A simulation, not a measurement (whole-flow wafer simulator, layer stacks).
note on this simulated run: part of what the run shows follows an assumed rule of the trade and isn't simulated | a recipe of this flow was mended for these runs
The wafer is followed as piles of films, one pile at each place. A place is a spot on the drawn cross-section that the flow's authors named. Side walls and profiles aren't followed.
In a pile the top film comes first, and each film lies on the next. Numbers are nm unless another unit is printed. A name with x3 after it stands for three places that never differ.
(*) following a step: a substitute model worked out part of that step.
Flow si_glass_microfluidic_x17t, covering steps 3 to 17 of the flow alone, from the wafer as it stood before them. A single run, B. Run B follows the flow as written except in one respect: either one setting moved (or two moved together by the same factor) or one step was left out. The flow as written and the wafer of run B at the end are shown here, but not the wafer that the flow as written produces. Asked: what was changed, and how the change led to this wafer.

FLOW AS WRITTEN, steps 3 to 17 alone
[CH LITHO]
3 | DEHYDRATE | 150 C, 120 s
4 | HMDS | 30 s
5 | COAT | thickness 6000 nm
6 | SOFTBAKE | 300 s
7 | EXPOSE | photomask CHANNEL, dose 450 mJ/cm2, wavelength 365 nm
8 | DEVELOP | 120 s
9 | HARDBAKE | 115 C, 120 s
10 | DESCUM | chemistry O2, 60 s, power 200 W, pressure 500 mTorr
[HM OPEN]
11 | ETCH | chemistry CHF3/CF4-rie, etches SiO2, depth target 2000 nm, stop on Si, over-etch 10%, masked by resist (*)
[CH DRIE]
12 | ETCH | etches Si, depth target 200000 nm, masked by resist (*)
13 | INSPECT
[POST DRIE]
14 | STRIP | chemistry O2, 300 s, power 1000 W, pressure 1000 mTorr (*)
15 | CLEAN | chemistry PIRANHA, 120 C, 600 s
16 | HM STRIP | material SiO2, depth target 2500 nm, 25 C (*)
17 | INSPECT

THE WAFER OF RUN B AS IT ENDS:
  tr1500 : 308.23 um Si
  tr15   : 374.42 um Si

Cause: step 5, COAT: thickness 6900 nm was run, though the flow has thickness 6000 nm.

How this came from the change, step by step:
  5 | COAT | thickness 6000 nm
      land, tr110, tr1500, tr15: thick-i-line-resist gains 6900 (new film) (in the flow as written it would be: thick-i-line-resist gains 6000 (new film))
  8 | DEVELOP | 120 s
      tr110, tr1500, tr15: thick-i-line-resist loses 6900 (all of it) (in the flow as written it would be: thick-i-line-resist loses 6000 (all of it))
  9 | HARDBAKE | 115 C, 120 s
      land: thick-i-line-resist loses 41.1 (in the flow as written it would be: thick-i-line-resist loses 33.5)
  12 | ETCH | etches Si, depth target 200000 nm, masked by resist (*)
      tr1500: Si loses 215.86 um (in the flow as written it would be: Si loses 215.73 um)
      tr15: Si loses 149.67 um (in the flow as written it would be: Si loses 149.99 um)
  14 | STRIP | chemistry O2, 300 s, power 1000 W, pressure 1000 mTorr (*)
      land: thick-i-line-resist loses 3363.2 (all of it) (in the flow as written it would be: thick-i-line-resist loses 2472.3 (all of it))
